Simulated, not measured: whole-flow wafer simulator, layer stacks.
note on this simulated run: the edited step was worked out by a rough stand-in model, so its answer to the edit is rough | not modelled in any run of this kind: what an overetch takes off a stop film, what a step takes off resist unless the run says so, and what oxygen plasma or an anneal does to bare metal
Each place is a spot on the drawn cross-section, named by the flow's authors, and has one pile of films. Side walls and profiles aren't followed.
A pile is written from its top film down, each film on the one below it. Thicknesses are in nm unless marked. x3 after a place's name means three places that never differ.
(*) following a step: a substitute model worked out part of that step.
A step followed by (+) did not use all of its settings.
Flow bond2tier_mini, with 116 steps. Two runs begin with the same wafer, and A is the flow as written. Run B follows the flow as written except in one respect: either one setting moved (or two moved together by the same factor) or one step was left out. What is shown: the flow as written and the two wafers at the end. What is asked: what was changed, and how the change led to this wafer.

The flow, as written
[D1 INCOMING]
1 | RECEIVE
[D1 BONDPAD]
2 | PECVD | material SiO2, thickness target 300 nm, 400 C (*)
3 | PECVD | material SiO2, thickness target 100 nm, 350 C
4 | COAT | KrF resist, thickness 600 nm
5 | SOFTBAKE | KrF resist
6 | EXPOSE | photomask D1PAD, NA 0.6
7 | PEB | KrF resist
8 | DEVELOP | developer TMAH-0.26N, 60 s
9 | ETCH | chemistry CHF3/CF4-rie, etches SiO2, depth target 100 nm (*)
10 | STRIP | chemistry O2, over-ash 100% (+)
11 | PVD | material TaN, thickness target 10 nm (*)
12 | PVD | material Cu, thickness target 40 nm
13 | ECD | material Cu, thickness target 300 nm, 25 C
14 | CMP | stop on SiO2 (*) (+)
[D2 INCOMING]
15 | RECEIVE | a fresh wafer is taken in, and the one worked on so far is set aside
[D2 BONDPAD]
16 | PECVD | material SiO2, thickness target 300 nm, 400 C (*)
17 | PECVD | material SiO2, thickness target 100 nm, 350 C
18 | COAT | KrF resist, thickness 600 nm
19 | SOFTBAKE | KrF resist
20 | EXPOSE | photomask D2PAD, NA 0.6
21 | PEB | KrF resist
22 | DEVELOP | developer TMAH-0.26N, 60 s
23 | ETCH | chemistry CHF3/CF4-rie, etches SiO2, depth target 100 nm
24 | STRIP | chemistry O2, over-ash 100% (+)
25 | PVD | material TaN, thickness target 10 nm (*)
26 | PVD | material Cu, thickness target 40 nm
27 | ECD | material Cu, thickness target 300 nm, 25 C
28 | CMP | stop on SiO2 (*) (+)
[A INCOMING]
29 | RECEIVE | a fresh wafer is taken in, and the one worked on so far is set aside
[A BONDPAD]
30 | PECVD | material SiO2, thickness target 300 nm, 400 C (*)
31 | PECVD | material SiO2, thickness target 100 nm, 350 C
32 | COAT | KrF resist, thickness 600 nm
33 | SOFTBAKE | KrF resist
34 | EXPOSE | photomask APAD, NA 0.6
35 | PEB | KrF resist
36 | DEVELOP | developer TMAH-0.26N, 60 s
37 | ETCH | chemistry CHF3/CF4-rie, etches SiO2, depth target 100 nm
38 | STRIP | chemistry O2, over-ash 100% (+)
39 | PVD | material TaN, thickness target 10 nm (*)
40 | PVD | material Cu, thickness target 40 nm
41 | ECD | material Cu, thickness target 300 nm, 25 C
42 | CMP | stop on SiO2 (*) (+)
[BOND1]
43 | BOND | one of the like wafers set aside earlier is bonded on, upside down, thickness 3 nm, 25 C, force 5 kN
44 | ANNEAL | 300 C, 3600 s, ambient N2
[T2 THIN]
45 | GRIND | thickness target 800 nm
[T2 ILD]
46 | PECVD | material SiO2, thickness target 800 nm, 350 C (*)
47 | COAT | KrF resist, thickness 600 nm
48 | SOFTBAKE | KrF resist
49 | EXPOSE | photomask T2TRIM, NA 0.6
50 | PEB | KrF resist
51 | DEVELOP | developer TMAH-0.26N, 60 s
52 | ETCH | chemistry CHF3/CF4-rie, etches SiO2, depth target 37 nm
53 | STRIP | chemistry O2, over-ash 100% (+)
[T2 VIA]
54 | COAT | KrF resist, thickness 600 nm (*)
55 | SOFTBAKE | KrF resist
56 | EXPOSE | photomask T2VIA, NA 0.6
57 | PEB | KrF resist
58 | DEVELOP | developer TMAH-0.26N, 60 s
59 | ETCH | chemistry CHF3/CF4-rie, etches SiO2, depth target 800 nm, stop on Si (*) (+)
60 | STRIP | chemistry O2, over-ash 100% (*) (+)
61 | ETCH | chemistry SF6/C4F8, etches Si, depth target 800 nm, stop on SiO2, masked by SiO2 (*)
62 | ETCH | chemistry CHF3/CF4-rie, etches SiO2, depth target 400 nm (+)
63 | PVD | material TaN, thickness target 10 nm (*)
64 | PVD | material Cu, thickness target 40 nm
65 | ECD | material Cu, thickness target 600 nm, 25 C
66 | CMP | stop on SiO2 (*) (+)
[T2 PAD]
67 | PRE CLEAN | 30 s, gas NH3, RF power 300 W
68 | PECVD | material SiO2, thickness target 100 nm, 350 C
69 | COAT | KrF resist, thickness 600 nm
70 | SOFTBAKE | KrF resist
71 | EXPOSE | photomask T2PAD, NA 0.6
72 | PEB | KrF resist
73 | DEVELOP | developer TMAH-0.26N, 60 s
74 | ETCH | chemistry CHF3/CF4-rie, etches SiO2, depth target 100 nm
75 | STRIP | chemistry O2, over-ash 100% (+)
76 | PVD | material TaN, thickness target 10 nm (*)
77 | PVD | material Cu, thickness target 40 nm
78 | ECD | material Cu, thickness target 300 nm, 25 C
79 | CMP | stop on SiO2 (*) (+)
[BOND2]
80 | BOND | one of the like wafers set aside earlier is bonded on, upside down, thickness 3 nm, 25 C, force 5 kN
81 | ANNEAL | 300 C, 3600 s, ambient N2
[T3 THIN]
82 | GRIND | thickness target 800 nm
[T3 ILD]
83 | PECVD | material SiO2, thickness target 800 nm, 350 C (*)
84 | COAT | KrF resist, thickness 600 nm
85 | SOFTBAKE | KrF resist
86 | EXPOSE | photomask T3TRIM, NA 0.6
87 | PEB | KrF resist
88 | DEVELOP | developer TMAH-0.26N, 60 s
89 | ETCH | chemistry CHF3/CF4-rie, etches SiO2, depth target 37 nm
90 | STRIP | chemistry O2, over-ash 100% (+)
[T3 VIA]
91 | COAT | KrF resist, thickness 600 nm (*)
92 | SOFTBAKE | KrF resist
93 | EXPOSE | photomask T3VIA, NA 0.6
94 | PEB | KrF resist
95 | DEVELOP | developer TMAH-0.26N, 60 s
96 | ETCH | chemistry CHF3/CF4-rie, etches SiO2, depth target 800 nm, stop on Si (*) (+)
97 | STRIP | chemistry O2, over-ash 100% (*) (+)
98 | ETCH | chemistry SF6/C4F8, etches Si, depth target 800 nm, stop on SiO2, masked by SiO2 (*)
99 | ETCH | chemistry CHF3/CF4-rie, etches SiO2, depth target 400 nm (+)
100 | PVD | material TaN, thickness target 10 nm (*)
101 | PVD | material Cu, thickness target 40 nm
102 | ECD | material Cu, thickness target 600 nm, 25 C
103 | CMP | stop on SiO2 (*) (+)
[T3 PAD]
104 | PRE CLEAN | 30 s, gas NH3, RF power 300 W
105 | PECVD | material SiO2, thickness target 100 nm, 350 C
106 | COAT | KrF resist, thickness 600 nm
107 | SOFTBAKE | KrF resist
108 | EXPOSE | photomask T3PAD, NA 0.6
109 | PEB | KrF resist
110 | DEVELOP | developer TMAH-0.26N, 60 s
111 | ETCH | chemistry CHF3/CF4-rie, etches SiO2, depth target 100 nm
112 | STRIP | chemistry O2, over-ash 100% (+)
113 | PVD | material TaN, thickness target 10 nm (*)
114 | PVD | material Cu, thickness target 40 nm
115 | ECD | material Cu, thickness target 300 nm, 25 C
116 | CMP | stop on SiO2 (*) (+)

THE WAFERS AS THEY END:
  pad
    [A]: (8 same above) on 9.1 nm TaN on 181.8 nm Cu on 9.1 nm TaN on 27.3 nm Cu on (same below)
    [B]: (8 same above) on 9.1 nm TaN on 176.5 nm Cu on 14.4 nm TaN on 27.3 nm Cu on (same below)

Cause: step 76, PVD: thickness target 15.8 nm was run, while the flow as written has thickness target 10 nm.

Step by step, how the change led to this:
  76 | PVD | material TaN, thickness target 10 nm (*)
      field: A +10 TaN (new film) | B +15.8 TaN (new film)
      pad: A +9.1 TaN (new film) | B +14.4 TaN (new film)
  79 | CMP | stop on SiO2 (*) (+)
      field: A -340 Cu (all of it), -10 TaN (all of it) | B -340 Cu (all of it), -15.8 TaN (all of it)
